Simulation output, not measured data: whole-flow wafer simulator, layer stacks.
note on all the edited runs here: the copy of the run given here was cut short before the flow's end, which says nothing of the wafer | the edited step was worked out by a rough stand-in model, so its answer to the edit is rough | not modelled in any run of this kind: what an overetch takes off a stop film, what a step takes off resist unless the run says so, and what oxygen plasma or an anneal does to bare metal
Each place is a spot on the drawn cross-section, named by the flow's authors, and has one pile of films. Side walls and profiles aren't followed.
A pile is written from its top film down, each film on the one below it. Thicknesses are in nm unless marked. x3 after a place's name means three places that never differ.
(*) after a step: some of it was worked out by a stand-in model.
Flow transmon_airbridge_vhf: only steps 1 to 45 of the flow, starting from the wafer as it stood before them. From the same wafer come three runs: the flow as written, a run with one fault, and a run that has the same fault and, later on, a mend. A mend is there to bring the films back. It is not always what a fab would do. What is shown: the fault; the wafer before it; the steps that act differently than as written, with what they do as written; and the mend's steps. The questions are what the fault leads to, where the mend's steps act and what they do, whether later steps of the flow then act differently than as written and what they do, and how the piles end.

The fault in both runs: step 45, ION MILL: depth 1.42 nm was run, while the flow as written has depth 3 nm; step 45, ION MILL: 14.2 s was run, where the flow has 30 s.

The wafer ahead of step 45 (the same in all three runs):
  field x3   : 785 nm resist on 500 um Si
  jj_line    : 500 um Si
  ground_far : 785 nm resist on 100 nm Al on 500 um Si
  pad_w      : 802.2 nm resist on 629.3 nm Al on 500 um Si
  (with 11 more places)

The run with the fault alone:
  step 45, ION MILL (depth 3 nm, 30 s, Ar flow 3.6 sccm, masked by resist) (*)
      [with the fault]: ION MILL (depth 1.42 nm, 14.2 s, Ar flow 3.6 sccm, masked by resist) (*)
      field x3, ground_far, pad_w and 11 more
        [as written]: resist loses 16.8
        [with the fault]: resist loses 7.95
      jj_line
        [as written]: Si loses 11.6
        [with the fault]: Si loses 5.51
  None of the later steps of the flow acts differently than as written at any place that is followed.
  The piles end only slightly different from the flow's at the places that both follow, by no more than 2% or 0.5 nm, whichever is larger.

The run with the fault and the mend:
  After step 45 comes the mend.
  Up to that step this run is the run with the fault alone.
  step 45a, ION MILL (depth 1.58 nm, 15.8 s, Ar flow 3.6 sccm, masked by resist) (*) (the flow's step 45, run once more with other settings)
      field x3, ground_far, pad_w and 11 more
        resist loses 8.84
      jj_line
        Si loses 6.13
  None of the later steps of the flow acts differently than as written at any place that is followed.
  The piles end the same as the flow's at every place that both follow.
